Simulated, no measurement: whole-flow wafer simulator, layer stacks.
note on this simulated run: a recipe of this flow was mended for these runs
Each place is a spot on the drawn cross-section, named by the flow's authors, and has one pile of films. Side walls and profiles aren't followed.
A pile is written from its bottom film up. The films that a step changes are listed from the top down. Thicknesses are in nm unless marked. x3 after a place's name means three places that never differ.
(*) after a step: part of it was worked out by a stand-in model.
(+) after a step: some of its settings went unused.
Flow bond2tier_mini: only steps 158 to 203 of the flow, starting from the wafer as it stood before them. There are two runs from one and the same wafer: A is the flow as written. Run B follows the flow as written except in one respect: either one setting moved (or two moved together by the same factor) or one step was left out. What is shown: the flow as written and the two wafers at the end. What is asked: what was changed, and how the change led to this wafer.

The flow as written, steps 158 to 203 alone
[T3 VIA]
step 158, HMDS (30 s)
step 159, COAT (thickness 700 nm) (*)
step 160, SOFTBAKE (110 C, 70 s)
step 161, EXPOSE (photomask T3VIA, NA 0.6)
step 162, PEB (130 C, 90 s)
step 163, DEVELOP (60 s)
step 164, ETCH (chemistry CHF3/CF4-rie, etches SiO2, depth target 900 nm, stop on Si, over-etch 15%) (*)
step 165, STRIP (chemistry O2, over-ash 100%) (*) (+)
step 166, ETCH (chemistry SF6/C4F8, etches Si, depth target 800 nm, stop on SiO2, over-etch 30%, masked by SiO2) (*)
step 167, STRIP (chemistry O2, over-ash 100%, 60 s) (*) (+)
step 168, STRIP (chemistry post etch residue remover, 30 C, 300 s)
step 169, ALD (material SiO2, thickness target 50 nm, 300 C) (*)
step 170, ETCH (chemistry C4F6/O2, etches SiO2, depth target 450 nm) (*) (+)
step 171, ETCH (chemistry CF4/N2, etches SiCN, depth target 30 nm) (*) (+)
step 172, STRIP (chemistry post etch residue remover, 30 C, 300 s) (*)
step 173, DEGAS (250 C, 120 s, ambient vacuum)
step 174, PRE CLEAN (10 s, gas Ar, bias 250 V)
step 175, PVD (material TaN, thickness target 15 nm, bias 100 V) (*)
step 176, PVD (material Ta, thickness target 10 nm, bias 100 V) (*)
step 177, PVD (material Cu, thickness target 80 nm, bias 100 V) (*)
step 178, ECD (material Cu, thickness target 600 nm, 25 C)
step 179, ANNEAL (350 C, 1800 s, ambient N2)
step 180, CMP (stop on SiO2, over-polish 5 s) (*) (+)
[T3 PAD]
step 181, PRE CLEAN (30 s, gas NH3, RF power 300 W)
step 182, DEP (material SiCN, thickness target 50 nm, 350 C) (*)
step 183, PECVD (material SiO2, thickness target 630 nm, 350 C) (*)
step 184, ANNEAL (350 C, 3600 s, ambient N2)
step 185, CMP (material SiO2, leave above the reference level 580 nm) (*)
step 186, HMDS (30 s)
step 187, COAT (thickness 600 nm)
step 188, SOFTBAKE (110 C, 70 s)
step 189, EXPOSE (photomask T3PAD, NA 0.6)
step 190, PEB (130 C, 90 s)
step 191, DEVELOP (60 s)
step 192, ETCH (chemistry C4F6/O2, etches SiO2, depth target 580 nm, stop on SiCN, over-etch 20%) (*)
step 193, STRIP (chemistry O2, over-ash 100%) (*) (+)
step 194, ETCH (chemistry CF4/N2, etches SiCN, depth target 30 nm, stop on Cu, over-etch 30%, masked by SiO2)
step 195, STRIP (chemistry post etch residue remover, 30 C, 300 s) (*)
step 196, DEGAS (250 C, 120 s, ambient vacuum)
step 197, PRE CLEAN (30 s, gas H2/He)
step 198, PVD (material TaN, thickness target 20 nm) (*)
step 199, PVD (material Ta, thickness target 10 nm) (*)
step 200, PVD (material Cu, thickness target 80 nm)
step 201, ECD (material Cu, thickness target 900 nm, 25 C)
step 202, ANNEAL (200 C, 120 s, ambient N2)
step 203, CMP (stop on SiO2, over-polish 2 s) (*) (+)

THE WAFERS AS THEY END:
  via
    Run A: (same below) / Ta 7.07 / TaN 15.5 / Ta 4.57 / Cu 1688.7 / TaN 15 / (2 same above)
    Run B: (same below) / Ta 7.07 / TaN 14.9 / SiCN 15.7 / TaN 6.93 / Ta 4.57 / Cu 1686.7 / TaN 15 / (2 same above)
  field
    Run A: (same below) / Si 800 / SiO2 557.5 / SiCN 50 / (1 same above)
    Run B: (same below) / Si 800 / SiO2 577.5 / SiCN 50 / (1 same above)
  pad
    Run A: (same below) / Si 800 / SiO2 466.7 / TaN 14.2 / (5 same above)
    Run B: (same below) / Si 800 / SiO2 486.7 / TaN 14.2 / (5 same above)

What caused this: step 171, ETCH: chemistry CF4/N2, etches SiCN, depth target 30 nm (*) (+), was not run.

Step by step, how the change led to this:
  step 174, PRE CLEAN (10 s, gas Ar, bias 250 V)
      via: A TaN loses 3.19 | B SiCN loses 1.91
  step 175, PVD (material TaN, thickness target 15 nm, bias 100 V) (*)
      via: A TaN gains 6.94 | B TaN gains 6.93 (new film)
Taking metal films that touch as one body, via has 2 bodies (between them, from the top down: SiCN 15.7); the flow as written gives 1 body.
